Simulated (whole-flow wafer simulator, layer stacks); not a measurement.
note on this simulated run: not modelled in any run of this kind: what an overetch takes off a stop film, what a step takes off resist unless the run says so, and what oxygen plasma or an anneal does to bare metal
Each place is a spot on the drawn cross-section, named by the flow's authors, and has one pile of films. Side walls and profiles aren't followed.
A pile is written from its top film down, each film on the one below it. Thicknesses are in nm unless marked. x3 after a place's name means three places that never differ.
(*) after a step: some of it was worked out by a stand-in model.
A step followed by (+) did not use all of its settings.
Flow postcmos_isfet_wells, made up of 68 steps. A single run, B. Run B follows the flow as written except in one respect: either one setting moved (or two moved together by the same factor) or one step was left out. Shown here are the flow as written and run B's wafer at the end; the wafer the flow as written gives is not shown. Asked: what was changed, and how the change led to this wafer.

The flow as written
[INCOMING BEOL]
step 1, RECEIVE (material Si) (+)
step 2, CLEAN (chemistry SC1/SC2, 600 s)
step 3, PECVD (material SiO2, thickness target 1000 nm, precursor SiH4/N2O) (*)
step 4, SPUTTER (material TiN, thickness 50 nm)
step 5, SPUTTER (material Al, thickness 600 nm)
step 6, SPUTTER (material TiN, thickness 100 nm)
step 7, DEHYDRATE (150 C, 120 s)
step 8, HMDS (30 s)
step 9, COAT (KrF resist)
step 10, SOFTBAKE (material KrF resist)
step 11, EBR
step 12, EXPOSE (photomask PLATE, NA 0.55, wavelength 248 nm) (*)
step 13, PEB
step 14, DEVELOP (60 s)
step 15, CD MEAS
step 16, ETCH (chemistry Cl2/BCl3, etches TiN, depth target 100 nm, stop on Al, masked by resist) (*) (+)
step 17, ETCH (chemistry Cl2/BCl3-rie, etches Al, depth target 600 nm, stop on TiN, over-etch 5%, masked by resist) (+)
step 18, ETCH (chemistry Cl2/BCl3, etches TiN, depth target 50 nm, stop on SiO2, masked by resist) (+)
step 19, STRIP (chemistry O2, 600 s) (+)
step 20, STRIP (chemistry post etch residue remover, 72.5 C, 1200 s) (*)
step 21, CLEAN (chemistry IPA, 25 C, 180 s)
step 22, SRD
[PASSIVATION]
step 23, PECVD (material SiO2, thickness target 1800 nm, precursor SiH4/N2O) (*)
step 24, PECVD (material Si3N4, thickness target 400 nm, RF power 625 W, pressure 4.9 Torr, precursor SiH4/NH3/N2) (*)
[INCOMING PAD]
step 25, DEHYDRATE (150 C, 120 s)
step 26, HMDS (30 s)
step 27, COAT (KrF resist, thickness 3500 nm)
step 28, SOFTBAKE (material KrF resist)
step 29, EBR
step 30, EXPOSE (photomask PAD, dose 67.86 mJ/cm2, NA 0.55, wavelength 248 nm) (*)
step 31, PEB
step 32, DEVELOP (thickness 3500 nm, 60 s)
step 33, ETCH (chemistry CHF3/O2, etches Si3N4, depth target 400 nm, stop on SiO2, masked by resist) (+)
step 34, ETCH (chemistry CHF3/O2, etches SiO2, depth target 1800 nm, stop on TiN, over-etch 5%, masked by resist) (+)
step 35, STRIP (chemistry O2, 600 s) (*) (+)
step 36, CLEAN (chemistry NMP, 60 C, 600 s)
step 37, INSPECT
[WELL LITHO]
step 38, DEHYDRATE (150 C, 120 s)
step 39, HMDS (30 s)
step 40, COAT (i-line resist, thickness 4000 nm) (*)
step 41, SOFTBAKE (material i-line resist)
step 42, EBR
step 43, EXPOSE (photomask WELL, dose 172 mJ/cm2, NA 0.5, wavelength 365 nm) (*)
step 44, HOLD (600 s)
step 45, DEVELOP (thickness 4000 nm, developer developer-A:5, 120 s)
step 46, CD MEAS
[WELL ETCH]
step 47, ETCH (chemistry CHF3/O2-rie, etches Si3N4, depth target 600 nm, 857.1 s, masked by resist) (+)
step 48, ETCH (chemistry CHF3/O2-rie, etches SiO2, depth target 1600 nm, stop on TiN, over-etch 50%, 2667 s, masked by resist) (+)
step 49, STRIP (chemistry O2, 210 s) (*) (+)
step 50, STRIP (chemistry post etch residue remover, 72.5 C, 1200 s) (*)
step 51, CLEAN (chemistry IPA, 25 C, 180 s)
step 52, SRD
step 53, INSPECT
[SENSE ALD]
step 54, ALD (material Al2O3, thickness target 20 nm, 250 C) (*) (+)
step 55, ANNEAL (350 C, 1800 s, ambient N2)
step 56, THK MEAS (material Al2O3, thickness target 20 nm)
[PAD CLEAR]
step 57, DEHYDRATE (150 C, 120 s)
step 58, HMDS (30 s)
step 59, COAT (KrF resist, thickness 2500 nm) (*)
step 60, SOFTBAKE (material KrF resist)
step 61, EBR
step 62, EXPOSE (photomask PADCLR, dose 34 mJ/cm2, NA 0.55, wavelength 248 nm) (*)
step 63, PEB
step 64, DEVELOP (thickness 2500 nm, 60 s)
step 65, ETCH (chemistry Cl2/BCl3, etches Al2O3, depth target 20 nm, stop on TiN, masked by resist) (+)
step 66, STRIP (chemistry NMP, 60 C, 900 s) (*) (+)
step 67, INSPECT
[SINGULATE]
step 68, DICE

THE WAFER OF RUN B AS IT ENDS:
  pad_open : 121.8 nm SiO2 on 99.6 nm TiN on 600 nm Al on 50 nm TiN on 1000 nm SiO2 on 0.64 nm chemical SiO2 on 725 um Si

Cause: step 33, ETCH: depth target 284 nm was run, though the flow has depth target 400 nm.

How this came from the change, step by step:
  step 33, ETCH (chemistry CHF3/O2, etches Si3N4, depth target 400 nm, stop on SiO2, masked by resist) (+)
      pad_open: Si3N4 loses 284 (as written it would have been: Si3N4 loses 400 (all of it))
      field, margin, well900, well1300 x3, pad_rim, pad_clr: KrF resist loses 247 (as written it would have been: KrF resist loses 347.8)
  step 34, ETCH (chemistry CHF3/O2, etches SiO2, depth target 1800 nm, stop on TiN, over-etch 5%, masked by resist) (+)
      pad_open: Si3N4 loses 116 (all of it), SiO2 loses 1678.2 (as written it would have been: SiO2 loses 1800 (all of it))
  step 35, STRIP (chemistry O2, 600 s) (*) (+)
      field, margin, well900, well1300 x3, pad_rim, pad_clr: KrF resist loses 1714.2 (all of it) (as written it would have been: KrF resist loses 1613.3 (all of it))
  step 41, SOFTBAKE (material i-line resist)
      pad_clr: i-line resist loses 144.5 (as written it would have been: i-line resist loses 156.7)
      pad_open: i-line resist gains 109.9 (as written it would have been: i-line resist gains 115.3)
  step 49, STRIP (chemistry O2, 210 s) (*) (+)
      pad_clr: i-line resist loses 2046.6 (all of it) (as written it would have been: i-line resist loses 1996.5 (all of it))
  step 59, COAT (KrF resist, thickness 2500 nm) (*)
      pad_clr: KrF resist gains 1732.5 (new film) (as written it would have been: KrF resist gains 1691.6 (new film))
  step 64, DEVELOP (thickness 2500 nm, 60 s)
      pad_clr: KrF resist loses 1716.8 (all of it) (as written it would have been: KrF resist loses 1676 (all of it))
